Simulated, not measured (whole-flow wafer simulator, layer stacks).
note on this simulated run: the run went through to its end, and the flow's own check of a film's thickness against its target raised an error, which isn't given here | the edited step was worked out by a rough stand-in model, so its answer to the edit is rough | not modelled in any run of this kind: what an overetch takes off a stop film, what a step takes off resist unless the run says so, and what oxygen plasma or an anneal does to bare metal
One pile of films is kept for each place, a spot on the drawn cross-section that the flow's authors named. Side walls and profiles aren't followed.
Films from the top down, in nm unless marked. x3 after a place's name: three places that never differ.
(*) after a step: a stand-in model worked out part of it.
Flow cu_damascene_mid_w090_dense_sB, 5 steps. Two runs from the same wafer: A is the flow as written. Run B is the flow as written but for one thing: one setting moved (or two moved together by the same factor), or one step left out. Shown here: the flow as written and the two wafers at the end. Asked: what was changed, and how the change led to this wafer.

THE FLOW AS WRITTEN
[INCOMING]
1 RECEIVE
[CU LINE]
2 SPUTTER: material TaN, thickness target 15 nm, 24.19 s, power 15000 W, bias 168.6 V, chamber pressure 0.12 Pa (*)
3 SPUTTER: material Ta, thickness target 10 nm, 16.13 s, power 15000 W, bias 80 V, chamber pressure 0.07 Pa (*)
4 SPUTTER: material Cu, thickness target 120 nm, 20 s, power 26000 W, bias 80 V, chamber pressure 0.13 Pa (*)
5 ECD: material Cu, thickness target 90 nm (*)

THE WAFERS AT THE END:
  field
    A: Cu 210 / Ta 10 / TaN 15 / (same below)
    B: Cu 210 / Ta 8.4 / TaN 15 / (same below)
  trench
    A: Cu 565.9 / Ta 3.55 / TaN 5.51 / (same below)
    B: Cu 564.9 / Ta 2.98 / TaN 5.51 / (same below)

The cause: step 3, SPUTTER: thickness target 8.4 nm was run, where the flow has thickness target 10 nm; step 3, SPUTTER: 13.53 s was run, where the flow has 16.13 s.
It can be read off the wafer: field has Ta 8.4, and step 3 as written asks for 10 nm.

How the change led to this, step by step:
  3 SPUTTER: material Ta, thickness target 10 nm, 16.13 s, power 15000 W, bias 80 V, chamber pressure 0.07 Pa (*)
      field: A Ta +10 (new film) | B Ta +8.4 (new film)
      trench: A Ta +3.55 (new film) | B Ta +2.98 (new film)
